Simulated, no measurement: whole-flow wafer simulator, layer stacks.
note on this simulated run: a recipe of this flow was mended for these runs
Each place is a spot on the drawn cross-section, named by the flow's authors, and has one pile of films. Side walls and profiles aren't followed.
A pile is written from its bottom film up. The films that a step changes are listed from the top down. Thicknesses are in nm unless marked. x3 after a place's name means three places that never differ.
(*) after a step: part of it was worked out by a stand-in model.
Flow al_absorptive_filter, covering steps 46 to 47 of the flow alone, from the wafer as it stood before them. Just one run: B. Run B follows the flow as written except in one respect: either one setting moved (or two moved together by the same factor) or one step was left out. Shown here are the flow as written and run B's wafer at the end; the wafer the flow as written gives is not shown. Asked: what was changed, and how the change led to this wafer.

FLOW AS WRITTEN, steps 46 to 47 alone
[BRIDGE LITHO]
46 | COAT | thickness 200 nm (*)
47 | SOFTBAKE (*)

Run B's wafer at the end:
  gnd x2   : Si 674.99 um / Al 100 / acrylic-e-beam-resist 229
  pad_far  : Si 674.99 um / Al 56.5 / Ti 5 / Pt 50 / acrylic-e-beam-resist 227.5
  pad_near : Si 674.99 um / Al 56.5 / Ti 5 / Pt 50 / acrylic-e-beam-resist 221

Cause: step 46, COAT: thickness 229 nm was run, whereas the flow has thickness 200 nm.
The wafer lets one read it off: gnd x2 has acrylic-e-beam-resist 229, and step 46 as written asks for 200 nm.

Step by step, how the change led to this:
  46 | COAT | thickness 200 nm (*)
      gnd x2, idc_field: +229 acrylic-e-beam-resist (new film) (as written it would have been: +200 acrylic-e-beam-resist (new film))
      pad_far: +227.5 acrylic-e-beam-resist (new film) (as written it would have been: +198.5 acrylic-e-beam-resist (new film))
      (and at 10 other places as well)
